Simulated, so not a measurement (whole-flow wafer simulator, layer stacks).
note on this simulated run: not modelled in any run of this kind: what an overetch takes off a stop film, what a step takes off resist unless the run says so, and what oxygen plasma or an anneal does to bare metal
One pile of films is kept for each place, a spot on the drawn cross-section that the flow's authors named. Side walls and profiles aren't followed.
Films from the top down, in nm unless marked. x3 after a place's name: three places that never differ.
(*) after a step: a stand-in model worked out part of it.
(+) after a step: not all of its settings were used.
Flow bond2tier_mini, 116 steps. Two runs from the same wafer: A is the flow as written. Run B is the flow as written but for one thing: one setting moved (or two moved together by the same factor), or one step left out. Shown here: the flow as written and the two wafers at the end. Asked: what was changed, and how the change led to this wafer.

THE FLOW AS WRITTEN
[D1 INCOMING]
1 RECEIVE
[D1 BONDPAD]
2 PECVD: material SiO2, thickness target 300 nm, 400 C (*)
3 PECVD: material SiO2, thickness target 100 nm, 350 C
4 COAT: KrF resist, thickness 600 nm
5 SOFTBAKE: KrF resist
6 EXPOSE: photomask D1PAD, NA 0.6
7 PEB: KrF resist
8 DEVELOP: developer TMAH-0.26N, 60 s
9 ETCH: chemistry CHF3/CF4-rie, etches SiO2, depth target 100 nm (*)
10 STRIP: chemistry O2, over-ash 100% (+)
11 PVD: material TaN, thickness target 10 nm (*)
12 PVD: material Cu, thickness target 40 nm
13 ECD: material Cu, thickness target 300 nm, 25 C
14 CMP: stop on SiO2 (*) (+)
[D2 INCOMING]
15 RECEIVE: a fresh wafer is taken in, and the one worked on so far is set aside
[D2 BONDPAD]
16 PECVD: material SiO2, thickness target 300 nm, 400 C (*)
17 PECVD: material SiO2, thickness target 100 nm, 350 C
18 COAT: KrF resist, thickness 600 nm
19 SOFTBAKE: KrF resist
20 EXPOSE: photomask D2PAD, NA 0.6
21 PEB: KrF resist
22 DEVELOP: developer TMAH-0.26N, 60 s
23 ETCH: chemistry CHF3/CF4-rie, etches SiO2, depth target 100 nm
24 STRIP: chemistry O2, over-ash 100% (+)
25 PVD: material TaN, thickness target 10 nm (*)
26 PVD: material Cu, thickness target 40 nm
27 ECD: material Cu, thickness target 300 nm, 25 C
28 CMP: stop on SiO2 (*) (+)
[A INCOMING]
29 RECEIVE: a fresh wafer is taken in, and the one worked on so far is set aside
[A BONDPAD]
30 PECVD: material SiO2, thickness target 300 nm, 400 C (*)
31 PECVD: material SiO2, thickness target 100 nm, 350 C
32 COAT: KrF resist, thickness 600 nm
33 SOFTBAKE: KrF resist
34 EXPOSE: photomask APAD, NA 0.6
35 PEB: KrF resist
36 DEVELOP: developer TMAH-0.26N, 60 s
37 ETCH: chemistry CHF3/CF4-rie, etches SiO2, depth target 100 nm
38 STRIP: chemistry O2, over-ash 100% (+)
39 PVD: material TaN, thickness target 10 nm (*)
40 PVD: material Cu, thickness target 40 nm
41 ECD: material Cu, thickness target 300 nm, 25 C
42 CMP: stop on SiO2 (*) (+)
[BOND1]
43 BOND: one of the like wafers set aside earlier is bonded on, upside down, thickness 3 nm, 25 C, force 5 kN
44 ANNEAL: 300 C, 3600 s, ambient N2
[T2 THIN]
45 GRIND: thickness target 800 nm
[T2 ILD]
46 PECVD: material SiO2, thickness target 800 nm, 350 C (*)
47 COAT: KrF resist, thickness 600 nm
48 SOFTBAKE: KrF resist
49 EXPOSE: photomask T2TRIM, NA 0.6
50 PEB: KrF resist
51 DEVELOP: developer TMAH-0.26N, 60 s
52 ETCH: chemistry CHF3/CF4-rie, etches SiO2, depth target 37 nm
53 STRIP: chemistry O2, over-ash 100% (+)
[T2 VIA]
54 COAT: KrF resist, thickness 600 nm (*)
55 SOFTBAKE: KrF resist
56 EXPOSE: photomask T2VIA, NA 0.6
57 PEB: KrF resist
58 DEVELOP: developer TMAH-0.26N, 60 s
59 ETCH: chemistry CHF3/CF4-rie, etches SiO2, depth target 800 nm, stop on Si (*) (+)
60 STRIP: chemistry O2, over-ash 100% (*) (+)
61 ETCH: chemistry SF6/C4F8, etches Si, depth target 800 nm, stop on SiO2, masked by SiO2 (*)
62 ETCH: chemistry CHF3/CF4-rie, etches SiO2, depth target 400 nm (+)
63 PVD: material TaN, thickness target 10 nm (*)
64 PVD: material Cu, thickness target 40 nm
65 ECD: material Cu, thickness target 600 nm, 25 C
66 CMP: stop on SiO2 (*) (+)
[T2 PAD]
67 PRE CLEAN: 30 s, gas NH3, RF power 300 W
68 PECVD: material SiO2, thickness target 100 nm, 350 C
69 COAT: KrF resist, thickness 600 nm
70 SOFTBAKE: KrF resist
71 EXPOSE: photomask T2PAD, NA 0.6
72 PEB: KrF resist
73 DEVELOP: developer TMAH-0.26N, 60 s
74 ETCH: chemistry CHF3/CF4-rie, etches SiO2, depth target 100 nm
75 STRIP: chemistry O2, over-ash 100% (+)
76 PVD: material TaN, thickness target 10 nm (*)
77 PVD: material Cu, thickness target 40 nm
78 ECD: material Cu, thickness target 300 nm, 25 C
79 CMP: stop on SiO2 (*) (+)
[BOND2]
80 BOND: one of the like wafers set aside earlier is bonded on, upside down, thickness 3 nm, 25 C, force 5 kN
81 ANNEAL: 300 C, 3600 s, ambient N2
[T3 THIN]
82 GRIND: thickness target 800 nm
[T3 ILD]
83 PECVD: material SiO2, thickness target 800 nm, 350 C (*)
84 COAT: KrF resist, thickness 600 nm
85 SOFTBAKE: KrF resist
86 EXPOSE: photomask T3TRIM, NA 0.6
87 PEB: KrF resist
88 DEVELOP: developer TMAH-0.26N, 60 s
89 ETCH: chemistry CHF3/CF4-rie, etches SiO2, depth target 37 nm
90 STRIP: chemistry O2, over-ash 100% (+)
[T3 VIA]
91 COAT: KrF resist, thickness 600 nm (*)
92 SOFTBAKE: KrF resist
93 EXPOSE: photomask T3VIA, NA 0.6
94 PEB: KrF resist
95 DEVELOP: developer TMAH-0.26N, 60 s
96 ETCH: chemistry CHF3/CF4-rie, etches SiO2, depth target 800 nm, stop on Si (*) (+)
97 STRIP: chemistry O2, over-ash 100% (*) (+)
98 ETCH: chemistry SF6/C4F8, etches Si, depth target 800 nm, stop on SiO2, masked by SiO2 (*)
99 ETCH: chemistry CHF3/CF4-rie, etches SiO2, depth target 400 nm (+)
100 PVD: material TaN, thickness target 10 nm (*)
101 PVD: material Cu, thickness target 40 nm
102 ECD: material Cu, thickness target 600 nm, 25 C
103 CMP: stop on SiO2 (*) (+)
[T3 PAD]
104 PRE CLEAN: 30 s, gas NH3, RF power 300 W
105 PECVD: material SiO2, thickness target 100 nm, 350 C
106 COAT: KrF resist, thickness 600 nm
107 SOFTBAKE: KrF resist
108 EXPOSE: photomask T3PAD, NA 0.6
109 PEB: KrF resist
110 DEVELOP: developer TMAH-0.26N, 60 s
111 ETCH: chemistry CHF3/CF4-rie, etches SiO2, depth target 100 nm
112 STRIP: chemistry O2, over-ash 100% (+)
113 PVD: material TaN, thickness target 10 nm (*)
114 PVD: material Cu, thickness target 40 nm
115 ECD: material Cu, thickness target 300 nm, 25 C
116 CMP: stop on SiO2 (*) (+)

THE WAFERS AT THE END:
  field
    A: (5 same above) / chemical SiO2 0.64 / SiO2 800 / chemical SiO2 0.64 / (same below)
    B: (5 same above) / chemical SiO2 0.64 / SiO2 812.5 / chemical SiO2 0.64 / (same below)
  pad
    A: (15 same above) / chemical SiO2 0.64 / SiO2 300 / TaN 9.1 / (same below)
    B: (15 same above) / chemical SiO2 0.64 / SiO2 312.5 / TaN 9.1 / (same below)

The cause: step 3, PECVD: thickness target 112.5 nm was run, where the flow has thickness target 100 nm.

How the change led to this, step by step:
  3 PECVD: material SiO2, thickness target 100 nm, 350 C
      field, pad, via: A SiO2 +100 | B SiO2 +112.5
  43 BOND: one of the like wafers set aside earlier is bonded on, upside down, thickness 3 nm, 25 C, force 5 kN
      field: A Si +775 um (new film), chemical SiO2 +0.64 (new film), SiO2 +400 | B Si +775 um (new film), chemical SiO2 +0.64 (new film), SiO2 +412.5
      pad: A Si +775 um (new film), chemical SiO2 +0.64 (new film), SiO2 +300 (new film), TaN +9.1 (new film), Cu +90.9 | B Si +775 um (new film), chemical SiO2 +0.64 (new film), SiO2 +312.5 (new film), TaN +9.1 (new film), Cu +90.9
      (and at 1 more place)
